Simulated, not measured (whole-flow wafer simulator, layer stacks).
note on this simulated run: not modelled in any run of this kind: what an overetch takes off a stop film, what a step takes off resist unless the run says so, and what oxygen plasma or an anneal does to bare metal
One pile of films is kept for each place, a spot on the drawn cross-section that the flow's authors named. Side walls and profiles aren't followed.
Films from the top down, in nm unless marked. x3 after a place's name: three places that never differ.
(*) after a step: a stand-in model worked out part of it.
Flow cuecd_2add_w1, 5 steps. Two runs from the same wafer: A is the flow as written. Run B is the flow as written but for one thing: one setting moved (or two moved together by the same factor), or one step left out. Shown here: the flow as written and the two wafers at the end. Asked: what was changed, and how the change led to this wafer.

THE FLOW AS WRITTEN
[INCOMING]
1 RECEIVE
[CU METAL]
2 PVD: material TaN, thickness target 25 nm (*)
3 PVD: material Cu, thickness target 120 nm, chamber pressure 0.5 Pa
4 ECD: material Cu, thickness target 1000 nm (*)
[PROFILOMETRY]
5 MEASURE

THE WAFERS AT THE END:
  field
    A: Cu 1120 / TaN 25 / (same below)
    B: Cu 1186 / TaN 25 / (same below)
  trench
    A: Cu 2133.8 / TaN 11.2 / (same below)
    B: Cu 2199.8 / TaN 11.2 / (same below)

The cause: step 3, PVD: thickness target 186 nm was run, where the flow has thickness target 120 nm.

How the change led to this, step by step:
  3 PVD: material Cu, thickness target 120 nm, chamber pressure 0.5 Pa
      field: A Cu +120 (new film) | B Cu +186 (new film)
      trench: A Cu +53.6 (new film) | B Cu +81.3 (new film)
